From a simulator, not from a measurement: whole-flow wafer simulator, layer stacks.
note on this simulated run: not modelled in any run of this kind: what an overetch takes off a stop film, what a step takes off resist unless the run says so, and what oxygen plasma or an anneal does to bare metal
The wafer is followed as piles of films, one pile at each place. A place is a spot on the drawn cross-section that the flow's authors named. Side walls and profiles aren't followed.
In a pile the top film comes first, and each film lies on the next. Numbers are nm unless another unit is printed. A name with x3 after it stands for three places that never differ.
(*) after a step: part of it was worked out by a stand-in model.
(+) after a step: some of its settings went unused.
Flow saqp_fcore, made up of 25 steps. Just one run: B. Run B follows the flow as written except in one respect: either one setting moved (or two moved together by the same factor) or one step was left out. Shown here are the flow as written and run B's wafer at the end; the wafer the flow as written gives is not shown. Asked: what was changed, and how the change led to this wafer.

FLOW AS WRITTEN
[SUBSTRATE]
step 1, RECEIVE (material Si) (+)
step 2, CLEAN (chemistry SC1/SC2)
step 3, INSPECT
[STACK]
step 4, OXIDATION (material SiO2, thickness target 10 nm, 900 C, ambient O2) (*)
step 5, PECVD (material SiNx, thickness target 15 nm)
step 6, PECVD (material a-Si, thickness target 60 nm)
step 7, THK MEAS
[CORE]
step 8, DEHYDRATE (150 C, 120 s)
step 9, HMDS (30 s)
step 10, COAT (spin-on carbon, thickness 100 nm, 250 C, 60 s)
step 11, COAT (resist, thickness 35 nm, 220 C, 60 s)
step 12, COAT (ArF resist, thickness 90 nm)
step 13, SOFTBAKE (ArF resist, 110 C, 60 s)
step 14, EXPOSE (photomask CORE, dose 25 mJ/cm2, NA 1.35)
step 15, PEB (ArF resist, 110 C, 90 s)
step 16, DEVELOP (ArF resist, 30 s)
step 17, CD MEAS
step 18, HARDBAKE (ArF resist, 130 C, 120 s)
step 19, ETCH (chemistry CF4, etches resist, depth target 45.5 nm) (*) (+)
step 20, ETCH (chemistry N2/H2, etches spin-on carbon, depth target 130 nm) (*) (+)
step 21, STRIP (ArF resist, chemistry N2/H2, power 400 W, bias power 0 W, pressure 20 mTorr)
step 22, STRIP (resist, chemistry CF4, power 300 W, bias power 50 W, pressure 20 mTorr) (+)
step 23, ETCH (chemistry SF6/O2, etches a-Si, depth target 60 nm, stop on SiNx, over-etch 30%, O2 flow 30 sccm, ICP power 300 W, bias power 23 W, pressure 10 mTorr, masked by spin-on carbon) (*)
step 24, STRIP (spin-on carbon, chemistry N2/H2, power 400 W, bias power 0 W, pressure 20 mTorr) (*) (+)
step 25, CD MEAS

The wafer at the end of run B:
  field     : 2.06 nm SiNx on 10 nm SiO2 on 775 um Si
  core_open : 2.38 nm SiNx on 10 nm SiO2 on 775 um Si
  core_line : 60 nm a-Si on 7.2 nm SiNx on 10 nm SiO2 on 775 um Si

What caused this: step 5, PECVD: thickness target 7.2 nm was run, while the flow as written has thickness target 15 nm.
One can read it off the wafer: core_line has SiNx 7.2, and step 5 as written asks for 15 nm.

Step by step, how the change led to this:
  step 5, PECVD (material SiNx, thickness target 15 nm)
      field, core_open, core_line: +7.2 SiNx (new film) (it would be, as written: +15 SiNx (new film))
